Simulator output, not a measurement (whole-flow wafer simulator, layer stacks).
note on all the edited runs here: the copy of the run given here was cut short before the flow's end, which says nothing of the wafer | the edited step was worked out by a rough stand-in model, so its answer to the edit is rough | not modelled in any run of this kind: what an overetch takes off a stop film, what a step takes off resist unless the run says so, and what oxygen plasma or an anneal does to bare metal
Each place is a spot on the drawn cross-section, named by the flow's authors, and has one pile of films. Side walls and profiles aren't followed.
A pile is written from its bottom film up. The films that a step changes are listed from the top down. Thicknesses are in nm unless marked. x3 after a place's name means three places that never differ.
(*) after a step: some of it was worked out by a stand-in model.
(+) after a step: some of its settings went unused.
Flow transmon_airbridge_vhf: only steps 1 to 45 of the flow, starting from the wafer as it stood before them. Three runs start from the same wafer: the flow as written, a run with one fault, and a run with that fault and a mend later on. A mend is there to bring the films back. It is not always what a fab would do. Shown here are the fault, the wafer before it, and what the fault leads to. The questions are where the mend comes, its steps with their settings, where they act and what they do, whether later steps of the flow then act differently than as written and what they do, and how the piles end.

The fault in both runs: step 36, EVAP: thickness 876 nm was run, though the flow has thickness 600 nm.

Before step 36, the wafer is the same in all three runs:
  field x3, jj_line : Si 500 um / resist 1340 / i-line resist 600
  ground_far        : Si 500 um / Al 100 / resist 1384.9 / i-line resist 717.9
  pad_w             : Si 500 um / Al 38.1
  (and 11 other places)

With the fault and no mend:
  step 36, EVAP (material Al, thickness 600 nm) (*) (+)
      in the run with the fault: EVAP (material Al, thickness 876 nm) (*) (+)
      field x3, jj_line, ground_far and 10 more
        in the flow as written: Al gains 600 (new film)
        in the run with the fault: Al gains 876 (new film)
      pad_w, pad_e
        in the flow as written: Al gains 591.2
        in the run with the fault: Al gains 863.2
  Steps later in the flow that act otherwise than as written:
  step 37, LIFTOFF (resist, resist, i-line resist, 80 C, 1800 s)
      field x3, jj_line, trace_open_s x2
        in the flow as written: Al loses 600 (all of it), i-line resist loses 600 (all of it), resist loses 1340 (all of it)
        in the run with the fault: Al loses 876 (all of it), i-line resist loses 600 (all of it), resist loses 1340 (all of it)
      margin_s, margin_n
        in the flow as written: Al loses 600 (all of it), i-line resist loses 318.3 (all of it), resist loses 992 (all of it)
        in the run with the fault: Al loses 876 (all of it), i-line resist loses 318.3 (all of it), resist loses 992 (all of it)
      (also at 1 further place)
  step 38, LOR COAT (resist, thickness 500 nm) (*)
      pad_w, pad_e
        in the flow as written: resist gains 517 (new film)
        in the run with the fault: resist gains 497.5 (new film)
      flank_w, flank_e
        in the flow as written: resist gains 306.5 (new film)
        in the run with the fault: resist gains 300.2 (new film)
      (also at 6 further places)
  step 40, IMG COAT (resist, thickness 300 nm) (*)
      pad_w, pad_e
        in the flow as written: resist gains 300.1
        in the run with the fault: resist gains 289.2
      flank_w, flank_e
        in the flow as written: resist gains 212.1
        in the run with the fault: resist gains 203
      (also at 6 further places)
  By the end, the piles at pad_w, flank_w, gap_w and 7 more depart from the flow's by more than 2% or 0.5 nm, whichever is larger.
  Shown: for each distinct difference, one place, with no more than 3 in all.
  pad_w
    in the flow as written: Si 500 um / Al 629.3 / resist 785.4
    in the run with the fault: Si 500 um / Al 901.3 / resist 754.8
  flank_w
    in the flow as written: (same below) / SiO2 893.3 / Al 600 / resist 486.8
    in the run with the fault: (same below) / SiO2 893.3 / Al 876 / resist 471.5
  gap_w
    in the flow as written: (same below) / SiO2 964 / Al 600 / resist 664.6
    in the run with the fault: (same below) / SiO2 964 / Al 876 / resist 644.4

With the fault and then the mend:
  The mend stands after step 36.
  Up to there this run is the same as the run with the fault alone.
  step 36a, METAL ETCH (etches Al, depth 276 nm) (a further turn of the flow's step 11, with different settings)
      field x3, jj_line, ground_far and 12 more
        Al loses 276
  None of the later steps of the flow differs from how it acts as written, at any place that is followed, by more than 2% or 0.5 nm, whichever is larger.
  When the end is reached, the piles differ only a little from the flow's at the places that both follow, at most by 2% or 0.5 nm, whichever is larger.
